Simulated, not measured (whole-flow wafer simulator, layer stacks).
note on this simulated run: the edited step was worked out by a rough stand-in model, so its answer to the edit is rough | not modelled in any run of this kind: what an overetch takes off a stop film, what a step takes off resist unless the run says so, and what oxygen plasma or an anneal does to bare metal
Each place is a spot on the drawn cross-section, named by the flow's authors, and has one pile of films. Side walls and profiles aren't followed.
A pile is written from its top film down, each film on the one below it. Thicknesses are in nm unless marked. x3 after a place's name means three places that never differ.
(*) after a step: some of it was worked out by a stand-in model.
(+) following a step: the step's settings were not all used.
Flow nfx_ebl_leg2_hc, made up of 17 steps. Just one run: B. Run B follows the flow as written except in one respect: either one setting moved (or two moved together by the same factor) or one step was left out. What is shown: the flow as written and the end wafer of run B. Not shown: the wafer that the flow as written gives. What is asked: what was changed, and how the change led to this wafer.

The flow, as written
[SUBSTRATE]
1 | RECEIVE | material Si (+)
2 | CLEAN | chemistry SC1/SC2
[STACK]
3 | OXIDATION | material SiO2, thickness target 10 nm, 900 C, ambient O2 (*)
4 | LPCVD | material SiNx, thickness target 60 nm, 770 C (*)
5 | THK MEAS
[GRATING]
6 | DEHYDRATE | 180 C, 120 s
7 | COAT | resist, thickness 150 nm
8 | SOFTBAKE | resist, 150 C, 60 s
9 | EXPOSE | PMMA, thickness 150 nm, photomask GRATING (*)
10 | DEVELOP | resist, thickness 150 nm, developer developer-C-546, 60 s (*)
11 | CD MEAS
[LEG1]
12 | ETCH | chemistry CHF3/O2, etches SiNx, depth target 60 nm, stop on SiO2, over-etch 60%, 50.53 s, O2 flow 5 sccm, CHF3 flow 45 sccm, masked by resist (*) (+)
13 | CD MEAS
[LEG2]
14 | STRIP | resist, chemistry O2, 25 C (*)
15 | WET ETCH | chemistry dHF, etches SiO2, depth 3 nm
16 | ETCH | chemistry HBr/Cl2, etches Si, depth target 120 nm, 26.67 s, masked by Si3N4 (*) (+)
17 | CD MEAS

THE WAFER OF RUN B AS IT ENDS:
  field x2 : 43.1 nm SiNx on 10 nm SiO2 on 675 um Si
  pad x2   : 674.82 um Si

The reason: step 16, ETCH: depth target 177 nm was run, whereas the flow has depth target 120 nm; step 16, ETCH: 39.33 s was run, where the flow has 26.67 s.

Step by step, how the change led to this:
  16 | ETCH | chemistry HBr/Cl2, etches Si, depth target 120 nm, 26.67 s, masked by Si3N4 (*) (+)
      field x2: SiNx loses 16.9 (it would be, as written: SiNx loses 11.4)
      pad x2: Si loses 177 (it would be, as written: Si loses 120)
